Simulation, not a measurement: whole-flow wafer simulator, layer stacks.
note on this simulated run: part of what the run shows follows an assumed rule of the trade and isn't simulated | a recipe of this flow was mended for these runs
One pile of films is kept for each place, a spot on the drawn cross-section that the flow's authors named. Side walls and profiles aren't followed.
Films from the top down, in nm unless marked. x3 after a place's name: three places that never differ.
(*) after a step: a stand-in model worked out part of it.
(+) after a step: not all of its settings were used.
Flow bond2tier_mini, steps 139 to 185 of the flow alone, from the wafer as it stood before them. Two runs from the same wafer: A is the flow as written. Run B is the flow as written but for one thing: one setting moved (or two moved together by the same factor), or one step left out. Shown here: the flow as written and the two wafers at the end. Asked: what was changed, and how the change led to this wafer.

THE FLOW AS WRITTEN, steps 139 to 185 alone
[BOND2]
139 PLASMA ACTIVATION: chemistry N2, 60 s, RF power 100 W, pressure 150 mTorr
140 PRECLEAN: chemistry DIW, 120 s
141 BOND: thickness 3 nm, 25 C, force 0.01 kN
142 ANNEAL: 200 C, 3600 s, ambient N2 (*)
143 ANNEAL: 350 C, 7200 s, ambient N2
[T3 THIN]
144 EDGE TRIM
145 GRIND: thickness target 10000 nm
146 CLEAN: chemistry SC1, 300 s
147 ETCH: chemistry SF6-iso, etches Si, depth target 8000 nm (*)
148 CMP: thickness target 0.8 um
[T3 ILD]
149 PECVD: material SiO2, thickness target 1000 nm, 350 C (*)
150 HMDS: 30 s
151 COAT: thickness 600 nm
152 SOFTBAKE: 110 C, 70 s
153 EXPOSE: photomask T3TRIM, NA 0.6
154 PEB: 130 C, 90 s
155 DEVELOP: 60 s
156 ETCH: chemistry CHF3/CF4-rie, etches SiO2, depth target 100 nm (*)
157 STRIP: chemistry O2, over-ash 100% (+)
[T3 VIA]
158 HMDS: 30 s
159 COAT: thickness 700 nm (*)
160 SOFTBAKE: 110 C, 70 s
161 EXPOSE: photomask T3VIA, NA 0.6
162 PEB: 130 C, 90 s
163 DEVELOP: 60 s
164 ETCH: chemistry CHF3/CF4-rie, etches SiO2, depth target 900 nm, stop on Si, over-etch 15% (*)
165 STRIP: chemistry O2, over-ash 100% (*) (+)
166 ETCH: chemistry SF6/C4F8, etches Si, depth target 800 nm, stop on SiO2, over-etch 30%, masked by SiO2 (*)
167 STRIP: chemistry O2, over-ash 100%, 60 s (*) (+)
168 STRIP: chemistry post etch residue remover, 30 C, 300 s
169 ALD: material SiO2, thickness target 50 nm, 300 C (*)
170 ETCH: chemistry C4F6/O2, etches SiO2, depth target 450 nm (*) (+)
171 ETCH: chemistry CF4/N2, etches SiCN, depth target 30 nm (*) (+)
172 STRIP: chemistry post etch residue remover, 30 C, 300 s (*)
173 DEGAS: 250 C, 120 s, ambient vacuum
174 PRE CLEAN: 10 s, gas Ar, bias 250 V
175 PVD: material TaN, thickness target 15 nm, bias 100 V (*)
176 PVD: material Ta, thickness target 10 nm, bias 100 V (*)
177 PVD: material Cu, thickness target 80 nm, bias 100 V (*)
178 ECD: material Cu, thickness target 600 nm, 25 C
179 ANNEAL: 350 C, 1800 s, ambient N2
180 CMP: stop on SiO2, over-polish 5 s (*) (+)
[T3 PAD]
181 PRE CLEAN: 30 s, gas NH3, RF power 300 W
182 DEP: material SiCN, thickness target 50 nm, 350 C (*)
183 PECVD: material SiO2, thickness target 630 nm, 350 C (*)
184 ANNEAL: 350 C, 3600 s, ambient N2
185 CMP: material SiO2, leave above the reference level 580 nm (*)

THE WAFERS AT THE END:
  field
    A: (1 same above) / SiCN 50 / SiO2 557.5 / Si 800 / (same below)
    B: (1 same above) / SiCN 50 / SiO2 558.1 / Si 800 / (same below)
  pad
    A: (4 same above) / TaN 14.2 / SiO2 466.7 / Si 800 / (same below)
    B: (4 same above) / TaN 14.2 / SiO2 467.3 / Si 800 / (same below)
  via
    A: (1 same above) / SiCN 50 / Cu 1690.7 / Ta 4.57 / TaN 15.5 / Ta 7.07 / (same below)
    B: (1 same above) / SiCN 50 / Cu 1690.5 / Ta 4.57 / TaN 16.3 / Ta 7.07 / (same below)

The cause: step 174, PRE CLEAN: 8 s was run, where the flow has 10 s.

How the change led to this, step by step:
  174 PRE CLEAN: 10 s, gas Ar, bias 250 V
      field, pad: A SiO2 -3 | B SiO2 -2.4
      via: A TaN -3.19 | B TaN -2.42
